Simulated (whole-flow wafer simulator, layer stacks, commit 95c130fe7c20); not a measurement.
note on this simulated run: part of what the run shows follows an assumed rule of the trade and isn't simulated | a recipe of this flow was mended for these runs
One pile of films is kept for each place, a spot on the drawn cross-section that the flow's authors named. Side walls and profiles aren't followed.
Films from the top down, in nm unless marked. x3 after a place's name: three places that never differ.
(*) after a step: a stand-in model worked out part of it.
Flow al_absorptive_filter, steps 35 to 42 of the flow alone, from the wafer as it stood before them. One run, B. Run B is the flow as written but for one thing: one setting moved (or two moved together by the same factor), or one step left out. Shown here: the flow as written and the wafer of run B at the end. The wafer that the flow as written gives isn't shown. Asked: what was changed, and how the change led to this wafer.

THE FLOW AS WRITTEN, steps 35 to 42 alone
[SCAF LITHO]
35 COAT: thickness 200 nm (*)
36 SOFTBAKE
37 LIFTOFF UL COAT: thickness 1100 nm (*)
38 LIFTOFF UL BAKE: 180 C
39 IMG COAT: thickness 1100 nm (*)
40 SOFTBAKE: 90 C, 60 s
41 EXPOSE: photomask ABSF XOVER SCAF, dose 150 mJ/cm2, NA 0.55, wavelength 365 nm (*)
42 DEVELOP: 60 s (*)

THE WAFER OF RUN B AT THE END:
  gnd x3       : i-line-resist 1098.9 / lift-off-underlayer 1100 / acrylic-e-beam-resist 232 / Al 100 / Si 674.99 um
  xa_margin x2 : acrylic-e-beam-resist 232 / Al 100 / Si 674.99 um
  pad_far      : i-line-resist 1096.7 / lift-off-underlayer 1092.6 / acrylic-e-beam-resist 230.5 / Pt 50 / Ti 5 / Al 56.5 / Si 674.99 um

The cause: step 35, COAT: thickness 232 nm was run, where the flow has thickness 200 nm.
It can be read off the wafer: gnd x3 has acrylic-e-beam-resist 232, and step 35 as written asks for 200 nm.

How the change led to this, step by step:
  35 COAT: thickness 200 nm (*)
      gnd x3, xa_margin x2, idc_field: acrylic-e-beam-resist +232 (new film) (as written it would be: acrylic-e-beam-resist +200 (new film))
      pad_far: acrylic-e-beam-resist +230.5 (new film) (as written it would be: acrylic-e-beam-resist +198.5 (new film))
      (and at 7 more places)
